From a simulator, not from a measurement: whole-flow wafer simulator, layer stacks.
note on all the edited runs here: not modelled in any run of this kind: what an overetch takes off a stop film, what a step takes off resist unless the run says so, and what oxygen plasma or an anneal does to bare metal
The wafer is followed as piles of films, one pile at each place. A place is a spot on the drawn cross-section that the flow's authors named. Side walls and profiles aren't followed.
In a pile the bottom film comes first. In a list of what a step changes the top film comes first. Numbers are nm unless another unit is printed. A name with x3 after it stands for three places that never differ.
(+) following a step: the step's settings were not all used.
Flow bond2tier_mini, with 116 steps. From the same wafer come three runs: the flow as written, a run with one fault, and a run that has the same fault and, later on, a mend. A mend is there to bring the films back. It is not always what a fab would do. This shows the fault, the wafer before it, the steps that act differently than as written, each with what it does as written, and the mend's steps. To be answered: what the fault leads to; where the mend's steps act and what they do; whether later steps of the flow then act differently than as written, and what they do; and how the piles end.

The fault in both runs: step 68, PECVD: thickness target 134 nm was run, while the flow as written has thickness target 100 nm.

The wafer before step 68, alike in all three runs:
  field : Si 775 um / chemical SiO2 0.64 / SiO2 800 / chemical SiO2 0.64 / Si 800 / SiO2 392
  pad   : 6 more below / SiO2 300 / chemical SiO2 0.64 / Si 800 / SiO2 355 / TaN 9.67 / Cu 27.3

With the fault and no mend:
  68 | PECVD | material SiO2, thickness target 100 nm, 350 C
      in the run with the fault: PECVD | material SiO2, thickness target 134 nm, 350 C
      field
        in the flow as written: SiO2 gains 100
        in the run with the fault: SiO2 gains 134
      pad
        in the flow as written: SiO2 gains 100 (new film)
        in the run with the fault: SiO2 gains 134 (new film)
  Steps further on in the flow that do not act as written:
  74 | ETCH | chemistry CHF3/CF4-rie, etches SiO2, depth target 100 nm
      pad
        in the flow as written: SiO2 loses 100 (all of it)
        in the run with the fault: SiO2 loses 100
  At field, pad, the piles at the end differ from the flow's by more than 2% or 0.5 nm, whichever is larger.
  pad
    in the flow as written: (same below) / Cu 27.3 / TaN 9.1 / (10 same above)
    in the run with the fault: (same below) / Cu 27.3 / SiO2 34 / TaN 9.1 / (10 same above)
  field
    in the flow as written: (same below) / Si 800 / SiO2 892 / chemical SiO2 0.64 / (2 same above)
    in the run with the fault: (same below) / Si 800 / SiO2 926 / chemical SiO2 0.64 / (2 same above)

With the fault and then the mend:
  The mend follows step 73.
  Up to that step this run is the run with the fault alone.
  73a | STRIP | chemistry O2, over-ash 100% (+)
      field
        KrF resist loses 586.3 (all of it)
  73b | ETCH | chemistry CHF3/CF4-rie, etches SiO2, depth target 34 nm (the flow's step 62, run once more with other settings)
      field, pad
        SiO2 loses 34
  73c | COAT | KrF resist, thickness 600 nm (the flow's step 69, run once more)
      field, pad
        KrF resist gains 600 (new film)
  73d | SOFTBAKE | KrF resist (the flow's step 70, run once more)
      does not change any film at any place that is followed
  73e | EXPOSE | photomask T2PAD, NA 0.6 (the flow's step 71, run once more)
      does not change any film at any place that is followed
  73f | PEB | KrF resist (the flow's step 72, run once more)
      does not change any film at any place that is followed
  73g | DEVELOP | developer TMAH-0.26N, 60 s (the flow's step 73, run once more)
      field
        KrF resist loses 13.7
      pad
        KrF resist loses 600 (all of it)
  Every later step of the flow that is run acts as written at every place that is followed.
  The piles end the same as the flow's at every place that both follow.
